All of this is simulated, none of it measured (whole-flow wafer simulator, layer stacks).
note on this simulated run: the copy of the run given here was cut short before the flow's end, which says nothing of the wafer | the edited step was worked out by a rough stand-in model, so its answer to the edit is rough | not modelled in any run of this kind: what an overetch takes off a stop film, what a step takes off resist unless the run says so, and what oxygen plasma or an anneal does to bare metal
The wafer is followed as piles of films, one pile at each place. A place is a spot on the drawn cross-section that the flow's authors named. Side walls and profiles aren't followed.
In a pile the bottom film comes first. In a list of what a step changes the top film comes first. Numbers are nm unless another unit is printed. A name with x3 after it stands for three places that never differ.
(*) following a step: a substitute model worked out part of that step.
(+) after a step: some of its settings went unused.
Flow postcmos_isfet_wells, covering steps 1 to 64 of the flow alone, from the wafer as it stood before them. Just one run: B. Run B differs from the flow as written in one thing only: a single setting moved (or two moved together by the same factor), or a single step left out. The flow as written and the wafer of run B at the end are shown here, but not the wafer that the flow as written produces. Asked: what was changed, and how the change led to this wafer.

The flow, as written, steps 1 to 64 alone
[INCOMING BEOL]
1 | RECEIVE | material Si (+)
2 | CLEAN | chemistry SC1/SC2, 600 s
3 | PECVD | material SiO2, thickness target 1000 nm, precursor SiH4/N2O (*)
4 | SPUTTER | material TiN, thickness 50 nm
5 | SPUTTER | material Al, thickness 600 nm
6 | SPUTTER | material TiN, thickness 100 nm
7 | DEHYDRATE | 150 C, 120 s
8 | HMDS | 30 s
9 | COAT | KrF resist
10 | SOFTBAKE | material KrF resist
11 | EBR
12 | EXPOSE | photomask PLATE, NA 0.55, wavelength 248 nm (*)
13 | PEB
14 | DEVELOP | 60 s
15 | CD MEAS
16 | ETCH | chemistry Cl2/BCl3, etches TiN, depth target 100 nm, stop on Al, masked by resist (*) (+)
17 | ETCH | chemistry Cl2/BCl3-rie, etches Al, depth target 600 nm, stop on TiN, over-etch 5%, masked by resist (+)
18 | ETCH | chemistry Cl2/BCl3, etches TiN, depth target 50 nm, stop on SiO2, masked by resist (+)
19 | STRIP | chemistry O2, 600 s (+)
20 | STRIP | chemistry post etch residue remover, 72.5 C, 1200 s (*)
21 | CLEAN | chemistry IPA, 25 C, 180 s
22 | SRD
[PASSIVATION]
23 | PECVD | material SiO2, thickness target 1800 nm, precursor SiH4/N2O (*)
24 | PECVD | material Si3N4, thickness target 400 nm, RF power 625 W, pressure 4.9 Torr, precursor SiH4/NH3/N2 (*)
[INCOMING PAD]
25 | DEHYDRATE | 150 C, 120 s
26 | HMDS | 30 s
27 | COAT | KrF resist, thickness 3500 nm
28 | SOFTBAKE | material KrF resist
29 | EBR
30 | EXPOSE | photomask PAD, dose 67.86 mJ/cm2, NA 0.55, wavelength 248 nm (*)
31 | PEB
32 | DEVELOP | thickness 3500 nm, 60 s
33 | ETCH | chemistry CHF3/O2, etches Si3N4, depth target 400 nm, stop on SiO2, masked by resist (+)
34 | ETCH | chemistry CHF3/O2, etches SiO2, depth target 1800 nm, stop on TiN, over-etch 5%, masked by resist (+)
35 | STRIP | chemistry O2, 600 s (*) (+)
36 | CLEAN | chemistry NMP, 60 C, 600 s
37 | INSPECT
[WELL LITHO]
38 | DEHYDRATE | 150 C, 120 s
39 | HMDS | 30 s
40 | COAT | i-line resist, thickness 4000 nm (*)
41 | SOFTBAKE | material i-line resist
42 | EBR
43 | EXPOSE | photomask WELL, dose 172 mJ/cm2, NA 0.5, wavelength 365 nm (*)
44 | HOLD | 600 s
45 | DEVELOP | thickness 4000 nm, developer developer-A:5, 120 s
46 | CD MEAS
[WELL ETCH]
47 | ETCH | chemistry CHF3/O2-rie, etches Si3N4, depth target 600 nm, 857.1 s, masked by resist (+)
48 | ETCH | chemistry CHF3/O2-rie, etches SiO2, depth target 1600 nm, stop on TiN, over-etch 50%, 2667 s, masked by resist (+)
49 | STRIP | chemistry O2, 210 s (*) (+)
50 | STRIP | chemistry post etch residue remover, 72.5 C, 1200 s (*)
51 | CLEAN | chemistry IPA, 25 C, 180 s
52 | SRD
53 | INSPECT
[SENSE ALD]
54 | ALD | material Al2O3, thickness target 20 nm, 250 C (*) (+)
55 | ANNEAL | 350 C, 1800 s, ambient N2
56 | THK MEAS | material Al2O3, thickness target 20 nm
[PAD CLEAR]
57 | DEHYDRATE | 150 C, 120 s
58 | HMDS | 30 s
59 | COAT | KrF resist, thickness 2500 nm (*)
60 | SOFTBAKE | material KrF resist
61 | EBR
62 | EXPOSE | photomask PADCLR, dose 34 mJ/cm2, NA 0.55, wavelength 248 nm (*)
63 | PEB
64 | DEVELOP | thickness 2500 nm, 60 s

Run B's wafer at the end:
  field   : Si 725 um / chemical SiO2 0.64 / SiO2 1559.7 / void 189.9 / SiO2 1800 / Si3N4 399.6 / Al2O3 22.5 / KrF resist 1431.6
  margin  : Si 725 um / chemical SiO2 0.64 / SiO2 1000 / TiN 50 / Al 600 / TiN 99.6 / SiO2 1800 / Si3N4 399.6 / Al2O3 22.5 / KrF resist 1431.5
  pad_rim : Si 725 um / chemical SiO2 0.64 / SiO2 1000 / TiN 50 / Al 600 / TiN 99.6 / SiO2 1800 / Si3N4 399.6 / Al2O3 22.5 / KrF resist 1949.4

What caused this: step 54, ALD: thickness target 22.5 nm was run, while the flow as written has thickness target 20 nm.
The wafer lets one read it off: field has Al2O3 22.5, and step 54 as written asks for 20 nm.

The path from the change to this, step by step:
  54 | ALD | material Al2O3, thickness target 20 nm, 250 C (*) (+)
      field, margin, well900, well1300 x3, pad_rim, pad_clr, pad_open: Al2O3 gains 22.5 (new film) (in the flow as written it would be: Al2O3 gains 20 (new film))
